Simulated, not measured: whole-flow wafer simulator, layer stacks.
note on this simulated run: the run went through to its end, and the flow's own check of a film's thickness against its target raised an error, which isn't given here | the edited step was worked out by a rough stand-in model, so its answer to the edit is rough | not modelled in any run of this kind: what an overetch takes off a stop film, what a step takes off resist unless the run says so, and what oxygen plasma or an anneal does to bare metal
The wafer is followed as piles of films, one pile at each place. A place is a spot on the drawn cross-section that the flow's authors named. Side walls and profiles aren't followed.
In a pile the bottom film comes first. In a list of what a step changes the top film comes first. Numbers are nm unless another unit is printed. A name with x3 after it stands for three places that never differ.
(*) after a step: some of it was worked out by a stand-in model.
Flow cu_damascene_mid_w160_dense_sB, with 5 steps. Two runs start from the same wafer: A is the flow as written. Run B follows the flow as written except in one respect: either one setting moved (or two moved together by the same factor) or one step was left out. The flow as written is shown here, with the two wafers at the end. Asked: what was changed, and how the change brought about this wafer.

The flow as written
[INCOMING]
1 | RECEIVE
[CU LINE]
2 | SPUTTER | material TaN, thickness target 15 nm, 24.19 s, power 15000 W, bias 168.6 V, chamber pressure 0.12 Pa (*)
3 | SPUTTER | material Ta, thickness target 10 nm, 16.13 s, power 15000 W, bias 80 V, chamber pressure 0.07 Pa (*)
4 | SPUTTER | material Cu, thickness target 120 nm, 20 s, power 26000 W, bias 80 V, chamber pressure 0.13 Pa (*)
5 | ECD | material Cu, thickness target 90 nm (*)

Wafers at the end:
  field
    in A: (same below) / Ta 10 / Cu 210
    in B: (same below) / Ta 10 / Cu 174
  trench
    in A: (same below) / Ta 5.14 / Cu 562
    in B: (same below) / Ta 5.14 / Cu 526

Cause: step 4, SPUTTER: thickness target 84 nm was run, while the flow as written has thickness target 120 nm.

How this came from the change, step by step:
  4 | SPUTTER | material Cu, thickness target 120 nm, 20 s, power 26000 W, bias 80 V, chamber pressure 0.13 Pa (*)
      field: A Cu gains 120 (new film) | B Cu gains 84 (new film)
      trench: A Cu gains 62 (new film) | B Cu gains 43.4 (new film)
  5 | ECD | material Cu, thickness target 90 nm (*)
      trench: A Cu gains 500 | B Cu gains 482.6
